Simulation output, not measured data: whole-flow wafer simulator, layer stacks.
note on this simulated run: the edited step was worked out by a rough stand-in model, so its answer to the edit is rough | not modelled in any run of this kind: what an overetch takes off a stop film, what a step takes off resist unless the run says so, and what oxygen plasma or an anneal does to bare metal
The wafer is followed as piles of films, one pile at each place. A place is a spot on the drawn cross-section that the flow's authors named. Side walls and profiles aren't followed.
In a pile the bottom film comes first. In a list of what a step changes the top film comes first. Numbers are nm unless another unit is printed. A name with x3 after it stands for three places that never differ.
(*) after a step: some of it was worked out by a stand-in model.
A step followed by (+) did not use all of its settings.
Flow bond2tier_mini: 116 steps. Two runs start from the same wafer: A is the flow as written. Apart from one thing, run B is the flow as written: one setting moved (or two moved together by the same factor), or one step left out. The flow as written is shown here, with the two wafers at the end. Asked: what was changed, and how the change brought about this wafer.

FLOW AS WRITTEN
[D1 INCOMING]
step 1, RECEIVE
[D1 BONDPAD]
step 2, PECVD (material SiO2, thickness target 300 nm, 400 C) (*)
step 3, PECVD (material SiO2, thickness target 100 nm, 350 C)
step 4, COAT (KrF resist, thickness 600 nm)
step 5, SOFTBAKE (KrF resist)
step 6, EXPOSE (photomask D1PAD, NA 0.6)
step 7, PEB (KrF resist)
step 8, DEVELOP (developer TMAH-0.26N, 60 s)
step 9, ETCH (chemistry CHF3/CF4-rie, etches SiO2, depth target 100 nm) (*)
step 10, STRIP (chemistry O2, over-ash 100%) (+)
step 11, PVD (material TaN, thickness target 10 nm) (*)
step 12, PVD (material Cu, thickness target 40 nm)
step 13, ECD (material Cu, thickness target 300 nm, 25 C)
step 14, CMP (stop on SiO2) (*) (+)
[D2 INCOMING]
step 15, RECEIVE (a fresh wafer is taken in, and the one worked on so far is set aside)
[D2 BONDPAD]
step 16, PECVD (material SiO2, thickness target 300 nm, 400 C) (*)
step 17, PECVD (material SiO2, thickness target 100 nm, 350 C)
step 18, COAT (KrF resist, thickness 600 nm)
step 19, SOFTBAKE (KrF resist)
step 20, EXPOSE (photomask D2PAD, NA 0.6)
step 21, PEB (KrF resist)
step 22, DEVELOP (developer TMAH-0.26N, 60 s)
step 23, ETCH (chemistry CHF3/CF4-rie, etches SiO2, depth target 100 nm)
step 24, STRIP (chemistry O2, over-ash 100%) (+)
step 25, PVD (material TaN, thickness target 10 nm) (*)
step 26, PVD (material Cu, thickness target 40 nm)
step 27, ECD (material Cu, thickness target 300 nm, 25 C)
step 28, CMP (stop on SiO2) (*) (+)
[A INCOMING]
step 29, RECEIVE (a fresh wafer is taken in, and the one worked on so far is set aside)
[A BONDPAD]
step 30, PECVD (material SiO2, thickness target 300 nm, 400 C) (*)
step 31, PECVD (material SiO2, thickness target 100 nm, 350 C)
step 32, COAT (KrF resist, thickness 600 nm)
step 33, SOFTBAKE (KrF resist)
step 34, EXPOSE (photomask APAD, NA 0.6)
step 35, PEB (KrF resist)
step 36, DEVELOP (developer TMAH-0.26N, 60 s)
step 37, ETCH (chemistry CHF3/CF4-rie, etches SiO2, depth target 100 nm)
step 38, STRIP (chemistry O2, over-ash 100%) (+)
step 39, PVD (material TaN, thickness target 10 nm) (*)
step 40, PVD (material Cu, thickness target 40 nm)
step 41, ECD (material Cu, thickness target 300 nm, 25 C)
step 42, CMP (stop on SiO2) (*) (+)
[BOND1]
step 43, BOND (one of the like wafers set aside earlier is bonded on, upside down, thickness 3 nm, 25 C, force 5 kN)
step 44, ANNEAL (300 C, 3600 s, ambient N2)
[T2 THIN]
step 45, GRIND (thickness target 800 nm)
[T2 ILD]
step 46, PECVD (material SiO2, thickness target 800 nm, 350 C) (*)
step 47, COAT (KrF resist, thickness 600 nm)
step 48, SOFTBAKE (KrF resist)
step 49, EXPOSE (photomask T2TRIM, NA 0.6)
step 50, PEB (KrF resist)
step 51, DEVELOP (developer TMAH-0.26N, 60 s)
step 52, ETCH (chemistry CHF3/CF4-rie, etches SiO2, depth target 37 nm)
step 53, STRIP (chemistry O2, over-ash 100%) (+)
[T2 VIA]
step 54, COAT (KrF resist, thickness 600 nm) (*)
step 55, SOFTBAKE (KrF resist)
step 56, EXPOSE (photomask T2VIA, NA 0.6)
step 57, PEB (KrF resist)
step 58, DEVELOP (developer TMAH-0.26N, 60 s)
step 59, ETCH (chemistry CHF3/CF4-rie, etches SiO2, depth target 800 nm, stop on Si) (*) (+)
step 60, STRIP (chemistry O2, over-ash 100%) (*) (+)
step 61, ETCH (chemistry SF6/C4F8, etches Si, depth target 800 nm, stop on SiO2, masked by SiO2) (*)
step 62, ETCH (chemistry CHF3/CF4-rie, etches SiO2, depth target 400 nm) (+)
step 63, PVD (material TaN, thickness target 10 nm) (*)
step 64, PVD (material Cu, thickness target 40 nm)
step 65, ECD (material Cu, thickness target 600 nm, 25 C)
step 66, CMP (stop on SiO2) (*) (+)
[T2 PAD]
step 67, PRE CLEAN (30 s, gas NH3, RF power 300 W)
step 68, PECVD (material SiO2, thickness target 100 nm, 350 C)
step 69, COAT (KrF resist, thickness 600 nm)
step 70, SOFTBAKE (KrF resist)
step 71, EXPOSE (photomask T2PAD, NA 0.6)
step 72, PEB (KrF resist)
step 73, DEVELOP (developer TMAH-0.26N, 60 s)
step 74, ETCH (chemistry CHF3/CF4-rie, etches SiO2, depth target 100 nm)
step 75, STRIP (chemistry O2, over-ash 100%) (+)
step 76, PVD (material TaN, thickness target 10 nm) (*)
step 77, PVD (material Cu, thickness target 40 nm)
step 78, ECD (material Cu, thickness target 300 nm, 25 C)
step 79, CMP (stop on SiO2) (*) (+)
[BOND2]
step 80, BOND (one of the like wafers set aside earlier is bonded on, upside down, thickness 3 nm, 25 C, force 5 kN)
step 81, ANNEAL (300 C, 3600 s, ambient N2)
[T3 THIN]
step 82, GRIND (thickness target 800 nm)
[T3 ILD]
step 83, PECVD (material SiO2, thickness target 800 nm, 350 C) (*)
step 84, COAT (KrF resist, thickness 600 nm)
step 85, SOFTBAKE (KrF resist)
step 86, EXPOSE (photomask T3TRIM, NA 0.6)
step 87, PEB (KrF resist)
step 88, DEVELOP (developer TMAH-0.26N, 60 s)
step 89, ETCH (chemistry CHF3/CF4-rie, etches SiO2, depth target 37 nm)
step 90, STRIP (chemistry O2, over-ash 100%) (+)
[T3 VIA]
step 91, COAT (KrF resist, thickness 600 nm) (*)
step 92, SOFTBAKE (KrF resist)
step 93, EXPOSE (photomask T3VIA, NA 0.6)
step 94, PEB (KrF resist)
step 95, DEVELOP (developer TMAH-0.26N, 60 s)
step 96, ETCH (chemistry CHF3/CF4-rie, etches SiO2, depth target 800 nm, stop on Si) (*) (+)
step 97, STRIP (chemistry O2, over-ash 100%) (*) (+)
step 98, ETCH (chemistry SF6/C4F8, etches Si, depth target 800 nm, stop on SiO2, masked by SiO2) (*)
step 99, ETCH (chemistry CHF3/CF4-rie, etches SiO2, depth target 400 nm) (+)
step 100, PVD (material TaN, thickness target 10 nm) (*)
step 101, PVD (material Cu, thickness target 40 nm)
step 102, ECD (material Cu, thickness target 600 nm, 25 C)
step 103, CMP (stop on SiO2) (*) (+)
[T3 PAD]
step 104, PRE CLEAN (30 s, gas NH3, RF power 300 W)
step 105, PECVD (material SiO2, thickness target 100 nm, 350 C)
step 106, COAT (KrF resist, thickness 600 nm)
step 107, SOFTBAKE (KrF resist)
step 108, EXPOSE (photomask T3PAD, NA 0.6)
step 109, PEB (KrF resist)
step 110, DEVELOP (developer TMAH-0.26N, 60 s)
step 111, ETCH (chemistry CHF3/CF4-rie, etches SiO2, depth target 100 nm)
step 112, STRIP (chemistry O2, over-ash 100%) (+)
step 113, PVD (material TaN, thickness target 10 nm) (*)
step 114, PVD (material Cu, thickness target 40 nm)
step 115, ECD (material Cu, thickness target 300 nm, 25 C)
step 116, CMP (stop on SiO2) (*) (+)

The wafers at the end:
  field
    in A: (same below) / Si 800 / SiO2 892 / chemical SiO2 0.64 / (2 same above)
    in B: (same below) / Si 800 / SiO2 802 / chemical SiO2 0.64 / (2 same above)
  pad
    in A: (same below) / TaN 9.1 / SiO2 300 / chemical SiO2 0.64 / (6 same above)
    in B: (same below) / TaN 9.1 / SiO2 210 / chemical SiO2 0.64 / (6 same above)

The reason: step 16, PECVD: thickness target 210 nm was run, though the flow has thickness target 300 nm.
The wafer lets one read it off: pad has SiO2 210, and step 16 as written asks for 300 nm.

The path from the change to this, step by step:
  step 16, PECVD (material SiO2, thickness target 300 nm, 400 C) (*)
      field, pad, via: A +300 SiO2 (new film) | B +210 SiO2 (new film)
  step 80, BOND (one of the like wafers set aside earlier is bonded on, upside down, thickness 3 nm, 25 C, force 5 kN)
      field: A +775 um Si (new film), +0.64 chemical SiO2 (new film), +400 SiO2 | B +775 um Si (new film), +0.64 chemical SiO2 (new film), +310 SiO2
      pad: A +775 um Si (new film), +0.64 chemical SiO2 (new film), +300 SiO2 (new film), +9.1 TaN (new film), +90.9 Cu | B +775 um Si (new film), +0.64 chemical SiO2 (new film), +210 SiO2 (new film), +9.1 TaN (new film), +90.9 Cu
